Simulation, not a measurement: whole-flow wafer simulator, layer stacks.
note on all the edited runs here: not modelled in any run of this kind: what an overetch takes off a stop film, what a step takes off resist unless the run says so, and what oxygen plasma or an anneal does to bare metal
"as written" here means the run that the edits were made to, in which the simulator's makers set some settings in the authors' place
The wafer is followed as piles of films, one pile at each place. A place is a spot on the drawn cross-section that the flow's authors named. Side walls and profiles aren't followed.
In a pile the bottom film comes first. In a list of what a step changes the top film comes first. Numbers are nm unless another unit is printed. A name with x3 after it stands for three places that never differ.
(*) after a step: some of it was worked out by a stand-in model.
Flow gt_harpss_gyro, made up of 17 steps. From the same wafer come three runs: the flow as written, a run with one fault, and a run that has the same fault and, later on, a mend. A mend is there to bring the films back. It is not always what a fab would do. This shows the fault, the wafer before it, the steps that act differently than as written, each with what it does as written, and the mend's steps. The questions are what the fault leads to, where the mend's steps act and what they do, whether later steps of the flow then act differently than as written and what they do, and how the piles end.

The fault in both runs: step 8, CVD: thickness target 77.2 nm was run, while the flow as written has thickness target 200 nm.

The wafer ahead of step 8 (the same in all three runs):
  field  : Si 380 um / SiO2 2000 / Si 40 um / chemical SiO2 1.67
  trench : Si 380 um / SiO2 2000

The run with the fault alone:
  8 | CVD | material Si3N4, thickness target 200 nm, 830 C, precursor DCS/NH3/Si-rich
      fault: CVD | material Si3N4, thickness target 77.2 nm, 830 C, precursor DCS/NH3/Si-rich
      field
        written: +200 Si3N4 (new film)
        fault: +77.2 Si3N4 (new film)
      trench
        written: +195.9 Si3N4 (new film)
        fault: +75.8 Si3N4 (new film)
  Steps further on in the flow that do not act as written:
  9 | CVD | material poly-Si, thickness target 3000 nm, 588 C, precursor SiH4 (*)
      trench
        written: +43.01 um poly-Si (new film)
        fault: +43 um poly-Si (new film)
  By the end, the piles at field, trench depart from the flow's by more than 2% or 0.5 nm, whichever is larger.
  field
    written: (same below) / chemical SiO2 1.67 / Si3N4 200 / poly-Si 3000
    fault: (same below) / chemical SiO2 1.67 / Si3N4 77.2 / poly-Si 3000
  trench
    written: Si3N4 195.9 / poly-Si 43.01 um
    fault: Si3N4 75.8 / poly-Si 43 um

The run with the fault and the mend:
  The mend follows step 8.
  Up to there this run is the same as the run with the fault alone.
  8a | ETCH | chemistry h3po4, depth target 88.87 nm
      field
        -77.2 Si3N4 (all of it)
      trench
        -75.8 Si3N4 (all of it)
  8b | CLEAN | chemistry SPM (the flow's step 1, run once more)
      alters no film at any place that is followed
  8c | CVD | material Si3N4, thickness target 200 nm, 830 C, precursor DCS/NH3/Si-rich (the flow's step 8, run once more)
      field
        +200 Si3N4 (new film)
      trench
        +195.9 Si3N4 (new film)
  Every later step of the flow that is run acts as written at every place that is followed.
  At every place that both follow, the piles at the end match the flow's.
